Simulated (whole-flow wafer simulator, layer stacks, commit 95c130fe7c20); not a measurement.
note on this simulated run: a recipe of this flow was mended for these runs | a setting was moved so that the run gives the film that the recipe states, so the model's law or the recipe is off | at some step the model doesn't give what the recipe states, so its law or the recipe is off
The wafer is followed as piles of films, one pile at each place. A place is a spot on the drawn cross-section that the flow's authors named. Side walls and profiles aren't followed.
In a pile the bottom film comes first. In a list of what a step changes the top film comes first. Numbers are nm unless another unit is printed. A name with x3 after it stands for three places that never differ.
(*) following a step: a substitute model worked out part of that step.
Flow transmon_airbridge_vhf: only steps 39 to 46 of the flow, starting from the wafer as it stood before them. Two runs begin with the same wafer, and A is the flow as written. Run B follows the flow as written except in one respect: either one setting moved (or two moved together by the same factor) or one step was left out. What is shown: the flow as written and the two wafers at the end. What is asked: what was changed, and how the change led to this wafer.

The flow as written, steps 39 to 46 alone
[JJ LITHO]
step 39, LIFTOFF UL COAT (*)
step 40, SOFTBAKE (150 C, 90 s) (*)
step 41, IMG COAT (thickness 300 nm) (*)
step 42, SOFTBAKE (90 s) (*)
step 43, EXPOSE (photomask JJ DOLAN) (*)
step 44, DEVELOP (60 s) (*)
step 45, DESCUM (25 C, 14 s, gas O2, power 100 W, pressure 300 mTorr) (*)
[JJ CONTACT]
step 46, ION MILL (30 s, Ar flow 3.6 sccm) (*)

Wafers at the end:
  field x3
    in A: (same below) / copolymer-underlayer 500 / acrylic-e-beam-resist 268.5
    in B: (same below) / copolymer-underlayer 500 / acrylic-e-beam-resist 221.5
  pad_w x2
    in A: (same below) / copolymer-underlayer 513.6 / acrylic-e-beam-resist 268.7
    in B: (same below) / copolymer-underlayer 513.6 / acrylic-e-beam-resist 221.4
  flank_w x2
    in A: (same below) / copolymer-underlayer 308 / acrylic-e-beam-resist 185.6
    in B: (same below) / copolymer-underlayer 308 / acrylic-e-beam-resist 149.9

What caused this: step 41, IMG COAT: thickness 253 nm was run, whereas the flow has thickness 300 nm.

How this came from the change, step by step:
  step 41, IMG COAT (thickness 300 nm) (*)
      field x3, jj_line, ground_far x3: A +300 acrylic-e-beam-resist (new film) | B +253 acrylic-e-beam-resist (new film)
      pad_w x2: A +300.2 acrylic-e-beam-resist (new film) | B +252.9 acrylic-e-beam-resist (new film)
      (also at 8 further places)
  step 44, DEVELOP (60 s) (*)
      jj_line: A -300 acrylic-e-beam-resist (all of it), -500 copolymer-underlayer (all of it) | B -253 acrylic-e-beam-resist (all of it), -500 copolymer-underlayer (all of it)
